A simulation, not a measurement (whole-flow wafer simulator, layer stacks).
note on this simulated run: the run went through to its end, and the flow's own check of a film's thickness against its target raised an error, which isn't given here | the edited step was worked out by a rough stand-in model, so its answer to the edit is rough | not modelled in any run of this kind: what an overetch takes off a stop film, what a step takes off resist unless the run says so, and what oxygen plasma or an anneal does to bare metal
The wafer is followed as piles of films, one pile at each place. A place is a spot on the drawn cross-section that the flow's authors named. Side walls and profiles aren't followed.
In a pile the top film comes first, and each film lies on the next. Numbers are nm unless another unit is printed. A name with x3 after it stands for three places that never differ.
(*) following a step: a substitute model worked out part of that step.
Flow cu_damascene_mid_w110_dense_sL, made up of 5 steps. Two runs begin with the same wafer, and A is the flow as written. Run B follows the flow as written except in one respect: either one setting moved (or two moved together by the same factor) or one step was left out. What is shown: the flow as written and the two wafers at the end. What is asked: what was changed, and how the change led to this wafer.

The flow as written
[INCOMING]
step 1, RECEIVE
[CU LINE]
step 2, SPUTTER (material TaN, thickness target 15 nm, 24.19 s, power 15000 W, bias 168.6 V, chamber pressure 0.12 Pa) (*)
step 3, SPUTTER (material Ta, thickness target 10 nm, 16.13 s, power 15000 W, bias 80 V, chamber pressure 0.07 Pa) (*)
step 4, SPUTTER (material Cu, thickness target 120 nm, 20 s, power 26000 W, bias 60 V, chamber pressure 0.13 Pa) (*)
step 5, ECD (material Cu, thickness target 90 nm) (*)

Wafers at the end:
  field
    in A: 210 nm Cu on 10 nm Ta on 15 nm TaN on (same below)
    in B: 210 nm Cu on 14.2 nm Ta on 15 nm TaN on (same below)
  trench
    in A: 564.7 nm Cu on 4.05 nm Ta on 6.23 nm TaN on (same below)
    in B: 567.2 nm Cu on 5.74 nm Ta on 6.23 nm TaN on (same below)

Cause: step 3, SPUTTER: thickness target 14.2 nm was run, though the flow has thickness target 10 nm; step 3, SPUTTER: 22.99 s was run, where the flow has 16.13 s.
The wafer lets one read it off: field has Ta 14.2, and step 3 as written asks for 10 nm.

Step by step, how the change led to this:
  step 3, SPUTTER (material Ta, thickness target 10 nm, 16.13 s, power 15000 W, bias 80 V, chamber pressure 0.07 Pa) (*)
      field: A +10 Ta (new film) | B +14.2 Ta (new film)
      trench: A +4.05 Ta (new film) | B +5.74 Ta (new film)
